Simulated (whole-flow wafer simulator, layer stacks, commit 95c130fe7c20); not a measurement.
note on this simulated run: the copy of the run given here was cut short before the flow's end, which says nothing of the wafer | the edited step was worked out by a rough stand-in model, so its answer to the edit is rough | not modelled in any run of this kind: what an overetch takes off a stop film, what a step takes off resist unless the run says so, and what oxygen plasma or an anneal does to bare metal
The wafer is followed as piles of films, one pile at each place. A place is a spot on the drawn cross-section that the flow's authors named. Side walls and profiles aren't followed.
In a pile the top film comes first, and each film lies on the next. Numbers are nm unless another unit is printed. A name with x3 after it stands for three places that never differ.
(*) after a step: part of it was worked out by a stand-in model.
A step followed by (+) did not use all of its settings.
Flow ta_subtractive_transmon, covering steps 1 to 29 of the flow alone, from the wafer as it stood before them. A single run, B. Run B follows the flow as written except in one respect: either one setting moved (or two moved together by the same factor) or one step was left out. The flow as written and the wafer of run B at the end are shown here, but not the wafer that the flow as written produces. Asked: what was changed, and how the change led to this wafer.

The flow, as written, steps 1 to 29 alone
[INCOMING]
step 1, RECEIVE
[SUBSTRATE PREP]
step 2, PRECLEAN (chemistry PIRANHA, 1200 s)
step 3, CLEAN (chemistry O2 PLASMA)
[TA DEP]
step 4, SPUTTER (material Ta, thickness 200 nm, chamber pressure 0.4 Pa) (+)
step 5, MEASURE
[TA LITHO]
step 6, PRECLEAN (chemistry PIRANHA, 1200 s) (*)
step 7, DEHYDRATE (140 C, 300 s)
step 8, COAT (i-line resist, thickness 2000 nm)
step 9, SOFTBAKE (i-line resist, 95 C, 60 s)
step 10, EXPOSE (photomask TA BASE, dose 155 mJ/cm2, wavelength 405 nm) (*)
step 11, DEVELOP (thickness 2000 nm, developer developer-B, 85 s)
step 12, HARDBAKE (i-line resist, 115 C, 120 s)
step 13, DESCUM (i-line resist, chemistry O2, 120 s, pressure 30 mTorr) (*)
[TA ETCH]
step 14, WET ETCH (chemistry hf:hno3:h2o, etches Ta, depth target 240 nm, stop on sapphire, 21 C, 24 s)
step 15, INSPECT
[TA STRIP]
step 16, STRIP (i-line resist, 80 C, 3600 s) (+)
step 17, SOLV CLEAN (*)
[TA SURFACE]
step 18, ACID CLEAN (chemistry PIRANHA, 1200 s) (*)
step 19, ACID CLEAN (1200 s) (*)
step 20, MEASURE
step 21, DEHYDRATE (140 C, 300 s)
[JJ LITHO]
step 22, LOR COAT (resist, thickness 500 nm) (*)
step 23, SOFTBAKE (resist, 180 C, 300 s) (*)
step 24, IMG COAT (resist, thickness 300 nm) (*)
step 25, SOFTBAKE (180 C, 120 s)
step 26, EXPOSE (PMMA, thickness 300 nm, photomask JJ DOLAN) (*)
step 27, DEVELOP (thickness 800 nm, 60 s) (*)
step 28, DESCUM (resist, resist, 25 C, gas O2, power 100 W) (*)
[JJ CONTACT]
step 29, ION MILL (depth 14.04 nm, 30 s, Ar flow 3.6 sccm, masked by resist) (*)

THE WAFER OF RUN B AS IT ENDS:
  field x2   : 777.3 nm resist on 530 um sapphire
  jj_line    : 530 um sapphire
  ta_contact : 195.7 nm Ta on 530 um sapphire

The reason: step 29, ION MILL: 12.8 s was run, though the flow has 30 s.

Step by step, how the change led to this:
  step 29, ION MILL (depth 14.04 nm, 30 s, Ar flow 3.6 sccm, masked by resist) (*)
      field x2, ta_pad: resist loses 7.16 (as written it would have been: resist loses 16.8)
      jj_line, lead: sapphire loses 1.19 (as written it would have been: sapphire loses 2.8)
      (also at 1 further place)
